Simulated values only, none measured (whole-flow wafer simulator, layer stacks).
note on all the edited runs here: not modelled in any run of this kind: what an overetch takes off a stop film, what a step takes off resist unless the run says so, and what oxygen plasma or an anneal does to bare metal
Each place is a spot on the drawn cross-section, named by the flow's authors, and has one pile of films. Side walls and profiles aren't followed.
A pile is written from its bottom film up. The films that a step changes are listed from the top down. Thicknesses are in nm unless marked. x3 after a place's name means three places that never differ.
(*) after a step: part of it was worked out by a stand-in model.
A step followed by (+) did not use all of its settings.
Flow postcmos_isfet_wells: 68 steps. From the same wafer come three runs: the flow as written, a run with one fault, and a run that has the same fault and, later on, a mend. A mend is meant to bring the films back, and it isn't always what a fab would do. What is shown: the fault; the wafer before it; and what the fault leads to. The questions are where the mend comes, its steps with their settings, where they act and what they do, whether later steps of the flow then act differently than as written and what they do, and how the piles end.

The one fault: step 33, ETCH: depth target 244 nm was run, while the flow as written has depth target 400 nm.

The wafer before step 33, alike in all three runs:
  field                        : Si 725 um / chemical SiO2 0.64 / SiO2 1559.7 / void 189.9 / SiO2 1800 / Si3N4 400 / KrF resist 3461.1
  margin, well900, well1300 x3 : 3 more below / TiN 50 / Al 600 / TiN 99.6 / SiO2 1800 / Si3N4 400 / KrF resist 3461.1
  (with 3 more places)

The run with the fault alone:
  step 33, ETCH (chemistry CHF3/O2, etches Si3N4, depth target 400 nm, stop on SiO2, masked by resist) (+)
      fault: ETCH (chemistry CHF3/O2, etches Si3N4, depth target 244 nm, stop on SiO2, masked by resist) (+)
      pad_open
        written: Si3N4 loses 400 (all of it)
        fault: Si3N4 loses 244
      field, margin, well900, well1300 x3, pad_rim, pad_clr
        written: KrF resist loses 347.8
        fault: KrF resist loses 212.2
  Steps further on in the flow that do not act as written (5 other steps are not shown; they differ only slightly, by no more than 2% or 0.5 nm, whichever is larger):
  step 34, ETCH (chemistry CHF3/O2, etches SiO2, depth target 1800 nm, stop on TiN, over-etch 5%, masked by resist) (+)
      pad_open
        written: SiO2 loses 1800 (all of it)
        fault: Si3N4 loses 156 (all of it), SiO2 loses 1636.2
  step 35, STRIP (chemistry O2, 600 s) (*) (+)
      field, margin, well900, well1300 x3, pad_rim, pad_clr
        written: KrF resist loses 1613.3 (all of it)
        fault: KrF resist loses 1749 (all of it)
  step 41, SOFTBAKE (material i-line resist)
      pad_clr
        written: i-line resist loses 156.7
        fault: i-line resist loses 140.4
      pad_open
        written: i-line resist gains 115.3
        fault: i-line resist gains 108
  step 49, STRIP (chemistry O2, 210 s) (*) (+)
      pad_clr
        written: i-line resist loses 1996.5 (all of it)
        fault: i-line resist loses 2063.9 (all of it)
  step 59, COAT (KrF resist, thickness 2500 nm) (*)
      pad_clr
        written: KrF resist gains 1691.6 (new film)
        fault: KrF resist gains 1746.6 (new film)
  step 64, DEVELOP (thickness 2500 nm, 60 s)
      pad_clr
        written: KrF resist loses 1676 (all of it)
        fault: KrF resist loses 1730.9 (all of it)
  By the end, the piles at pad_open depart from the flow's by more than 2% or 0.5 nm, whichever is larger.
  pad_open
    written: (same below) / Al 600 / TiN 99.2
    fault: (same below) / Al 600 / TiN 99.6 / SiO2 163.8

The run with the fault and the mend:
  The mend follows step 33.
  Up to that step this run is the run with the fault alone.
  step 33a, ETCH (chemistry CHF3/O2, etches Si3N4, depth target 156 nm, stop on SiO2, masked by resist) (a further turn of the flow's step 33, with different settings)
      field, margin, well900, well1300 x3, pad_rim, pad_clr
        KrF resist loses 135.7
      pad_open
        Si3N4 loses 156 (all of it)
  None of the later steps of the flow acts differently than as written at any place that is followed.
  The piles end the same as the flow's at every place that both follow.
